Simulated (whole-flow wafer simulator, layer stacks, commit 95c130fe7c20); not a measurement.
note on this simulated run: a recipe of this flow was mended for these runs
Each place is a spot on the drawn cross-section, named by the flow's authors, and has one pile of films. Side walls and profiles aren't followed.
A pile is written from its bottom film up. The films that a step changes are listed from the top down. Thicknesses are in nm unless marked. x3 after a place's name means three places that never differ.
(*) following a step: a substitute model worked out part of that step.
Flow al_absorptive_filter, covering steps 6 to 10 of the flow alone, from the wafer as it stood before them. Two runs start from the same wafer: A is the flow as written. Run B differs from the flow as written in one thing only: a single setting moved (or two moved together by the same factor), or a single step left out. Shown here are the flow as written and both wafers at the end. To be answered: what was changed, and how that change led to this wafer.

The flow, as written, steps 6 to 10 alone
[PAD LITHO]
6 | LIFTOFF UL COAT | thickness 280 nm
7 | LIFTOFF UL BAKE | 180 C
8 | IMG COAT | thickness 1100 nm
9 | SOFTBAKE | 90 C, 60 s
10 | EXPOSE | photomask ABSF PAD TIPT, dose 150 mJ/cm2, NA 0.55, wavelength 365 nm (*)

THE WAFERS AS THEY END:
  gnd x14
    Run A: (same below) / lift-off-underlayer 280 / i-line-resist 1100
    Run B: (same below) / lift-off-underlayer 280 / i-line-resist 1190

The reason: step 8, IMG COAT: thickness 1190 nm was run, while the flow as written has thickness 1100 nm.
The wafer itself shows it: gnd x14 has i-line-resist 1190, and step 8 as written asks for 1100 nm.

How this came from the change, step by step:
  8 | IMG COAT | thickness 1100 nm
      gnd x14: A i-line-resist gains 1100 (new film) | B i-line-resist gains 1190 (new film)
